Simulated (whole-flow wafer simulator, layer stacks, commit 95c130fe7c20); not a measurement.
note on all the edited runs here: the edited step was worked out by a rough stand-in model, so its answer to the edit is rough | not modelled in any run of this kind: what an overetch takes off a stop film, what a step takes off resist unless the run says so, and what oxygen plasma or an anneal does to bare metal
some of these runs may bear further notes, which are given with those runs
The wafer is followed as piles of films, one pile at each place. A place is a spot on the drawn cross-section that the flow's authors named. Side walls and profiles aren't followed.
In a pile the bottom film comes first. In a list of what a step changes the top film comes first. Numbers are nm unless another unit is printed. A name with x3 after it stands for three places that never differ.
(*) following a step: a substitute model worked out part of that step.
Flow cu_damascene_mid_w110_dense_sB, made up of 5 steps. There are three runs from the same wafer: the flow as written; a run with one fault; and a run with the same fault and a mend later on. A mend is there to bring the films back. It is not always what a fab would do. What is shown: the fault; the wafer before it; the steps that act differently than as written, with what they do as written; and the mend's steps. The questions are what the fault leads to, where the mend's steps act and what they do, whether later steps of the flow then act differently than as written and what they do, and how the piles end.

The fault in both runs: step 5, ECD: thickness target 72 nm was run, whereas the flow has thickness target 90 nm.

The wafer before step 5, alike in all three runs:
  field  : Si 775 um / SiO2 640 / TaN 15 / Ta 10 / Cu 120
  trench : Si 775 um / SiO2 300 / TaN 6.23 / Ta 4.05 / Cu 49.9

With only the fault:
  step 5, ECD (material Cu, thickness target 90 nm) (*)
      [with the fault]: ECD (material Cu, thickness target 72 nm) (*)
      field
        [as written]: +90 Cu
        [with the fault]: +72 Cu
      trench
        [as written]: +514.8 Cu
        [with the fault]: +496.8 Cu
  None of the later steps of the flow acts differently than as written at any place that is followed.
  The piles end different from the flow's at field, trench by more than 2% or 0.5 nm, whichever is larger.
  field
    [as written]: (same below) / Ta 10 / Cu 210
    [with the fault]: (same below) / Ta 10 / Cu 192
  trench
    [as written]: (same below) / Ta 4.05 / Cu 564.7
    [with the fault]: (same below) / Ta 4.05 / Cu 546.7

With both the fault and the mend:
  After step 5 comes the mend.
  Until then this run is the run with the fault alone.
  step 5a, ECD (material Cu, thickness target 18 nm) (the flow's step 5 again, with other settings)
      field, trench
        +18 Cu
  None of the later steps of the flow acts differently than as written at any place that is followed.
  By the end, the piles equal the flow's at every place that both follow.
